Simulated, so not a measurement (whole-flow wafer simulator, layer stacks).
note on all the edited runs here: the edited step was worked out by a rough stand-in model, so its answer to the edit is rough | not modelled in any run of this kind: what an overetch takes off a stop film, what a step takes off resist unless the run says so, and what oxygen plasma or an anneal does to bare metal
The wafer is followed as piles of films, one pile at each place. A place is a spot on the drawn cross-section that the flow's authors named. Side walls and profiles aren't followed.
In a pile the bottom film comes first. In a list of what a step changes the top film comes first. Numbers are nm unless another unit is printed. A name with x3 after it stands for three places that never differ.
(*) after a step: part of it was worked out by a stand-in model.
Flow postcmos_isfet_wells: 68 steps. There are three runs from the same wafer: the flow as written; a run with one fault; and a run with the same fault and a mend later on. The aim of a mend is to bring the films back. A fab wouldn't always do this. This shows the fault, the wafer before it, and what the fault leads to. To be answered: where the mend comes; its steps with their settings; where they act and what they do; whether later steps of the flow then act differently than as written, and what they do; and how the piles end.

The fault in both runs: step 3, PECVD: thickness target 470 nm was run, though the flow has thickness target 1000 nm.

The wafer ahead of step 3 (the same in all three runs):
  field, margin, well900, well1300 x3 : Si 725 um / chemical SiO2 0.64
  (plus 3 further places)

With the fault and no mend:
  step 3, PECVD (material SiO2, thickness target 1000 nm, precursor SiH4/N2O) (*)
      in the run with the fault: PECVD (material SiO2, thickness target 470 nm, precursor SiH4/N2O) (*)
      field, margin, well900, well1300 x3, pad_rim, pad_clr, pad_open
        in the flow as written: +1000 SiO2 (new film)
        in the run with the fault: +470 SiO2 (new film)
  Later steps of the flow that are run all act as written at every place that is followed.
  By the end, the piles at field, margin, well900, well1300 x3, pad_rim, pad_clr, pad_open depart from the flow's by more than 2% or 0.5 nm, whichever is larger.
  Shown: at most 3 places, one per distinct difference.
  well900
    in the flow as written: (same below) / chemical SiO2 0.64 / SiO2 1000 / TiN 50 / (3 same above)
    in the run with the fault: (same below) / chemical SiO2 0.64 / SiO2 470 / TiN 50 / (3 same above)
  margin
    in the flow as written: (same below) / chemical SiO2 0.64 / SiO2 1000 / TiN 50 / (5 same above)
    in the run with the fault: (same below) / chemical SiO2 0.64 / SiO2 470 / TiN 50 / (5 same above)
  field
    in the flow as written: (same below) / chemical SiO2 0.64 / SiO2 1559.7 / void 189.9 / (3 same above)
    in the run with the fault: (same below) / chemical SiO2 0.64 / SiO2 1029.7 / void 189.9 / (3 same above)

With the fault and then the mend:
  The mend follows step 3.
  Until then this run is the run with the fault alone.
  step 3a, PECVD (material SiO2, thickness target 530 nm, precursor SiH4/N2O) (*) (the flow's step 3 again, with other settings)
      field, margin, well900, well1300 x3, pad_rim, pad_clr, pad_open
        +530 SiO2
  Later steps of the flow that are run all act as written at every place that is followed.
  The piles end the same as the flow's at every place that both follow.
